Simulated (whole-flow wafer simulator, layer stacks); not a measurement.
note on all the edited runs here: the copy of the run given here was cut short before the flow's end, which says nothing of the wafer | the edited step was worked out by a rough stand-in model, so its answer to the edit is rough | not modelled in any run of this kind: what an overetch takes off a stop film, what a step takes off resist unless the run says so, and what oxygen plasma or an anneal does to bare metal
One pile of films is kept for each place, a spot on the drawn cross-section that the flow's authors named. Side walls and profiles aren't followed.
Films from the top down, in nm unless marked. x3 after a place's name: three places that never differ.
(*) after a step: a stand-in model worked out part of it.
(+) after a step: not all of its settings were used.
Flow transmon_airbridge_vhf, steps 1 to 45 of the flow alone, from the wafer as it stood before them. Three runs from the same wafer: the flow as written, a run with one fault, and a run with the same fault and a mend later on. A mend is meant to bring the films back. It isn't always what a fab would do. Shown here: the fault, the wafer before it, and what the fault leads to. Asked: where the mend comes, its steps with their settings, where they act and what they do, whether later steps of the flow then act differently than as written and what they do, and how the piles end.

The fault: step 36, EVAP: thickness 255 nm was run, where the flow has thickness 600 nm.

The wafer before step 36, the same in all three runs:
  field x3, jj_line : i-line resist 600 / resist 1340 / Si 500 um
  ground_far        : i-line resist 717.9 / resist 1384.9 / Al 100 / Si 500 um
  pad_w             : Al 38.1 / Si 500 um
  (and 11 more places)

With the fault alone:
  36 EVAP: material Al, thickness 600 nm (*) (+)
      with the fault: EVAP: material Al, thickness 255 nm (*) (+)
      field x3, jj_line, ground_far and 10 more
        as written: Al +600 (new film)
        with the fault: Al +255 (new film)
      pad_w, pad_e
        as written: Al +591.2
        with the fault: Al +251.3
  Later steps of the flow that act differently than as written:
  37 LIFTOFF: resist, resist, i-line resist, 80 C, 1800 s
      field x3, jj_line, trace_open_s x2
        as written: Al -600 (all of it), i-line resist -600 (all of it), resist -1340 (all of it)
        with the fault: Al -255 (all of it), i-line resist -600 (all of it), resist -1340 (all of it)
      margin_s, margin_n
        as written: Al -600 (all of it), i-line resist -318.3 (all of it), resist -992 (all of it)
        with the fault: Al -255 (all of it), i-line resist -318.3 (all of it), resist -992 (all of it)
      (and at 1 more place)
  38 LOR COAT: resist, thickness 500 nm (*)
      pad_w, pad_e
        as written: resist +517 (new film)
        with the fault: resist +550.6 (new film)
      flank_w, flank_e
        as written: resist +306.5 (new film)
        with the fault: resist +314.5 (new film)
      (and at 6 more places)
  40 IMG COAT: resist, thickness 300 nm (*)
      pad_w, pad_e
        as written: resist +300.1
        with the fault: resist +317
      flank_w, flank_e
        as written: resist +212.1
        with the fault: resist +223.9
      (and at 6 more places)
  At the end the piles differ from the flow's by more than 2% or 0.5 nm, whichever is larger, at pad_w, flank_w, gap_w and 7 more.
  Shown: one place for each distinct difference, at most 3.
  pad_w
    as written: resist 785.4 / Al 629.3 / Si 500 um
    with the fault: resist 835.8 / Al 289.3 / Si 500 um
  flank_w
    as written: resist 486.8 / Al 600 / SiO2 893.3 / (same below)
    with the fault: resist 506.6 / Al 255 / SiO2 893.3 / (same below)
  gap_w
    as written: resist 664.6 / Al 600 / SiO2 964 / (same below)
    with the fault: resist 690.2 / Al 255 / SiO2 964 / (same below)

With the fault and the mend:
  The mend comes after step 36.
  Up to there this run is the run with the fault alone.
  36a EVAP: material Al, thickness 345 nm (*) (+) (the flow's step 36 once more, with other settings)
      field x3, jj_line, ground_far and 10 more
        Al +345
      pad_w, pad_e
        Al +339.9
  No later step of the flow acts differently than as written, at any place that is followed, by more than 2% or 0.5 nm, whichever is larger.
  At the end the piles differ from the flow's only slightly at the places that both follow, by at most 2% or 0.5 nm, whichever is larger.
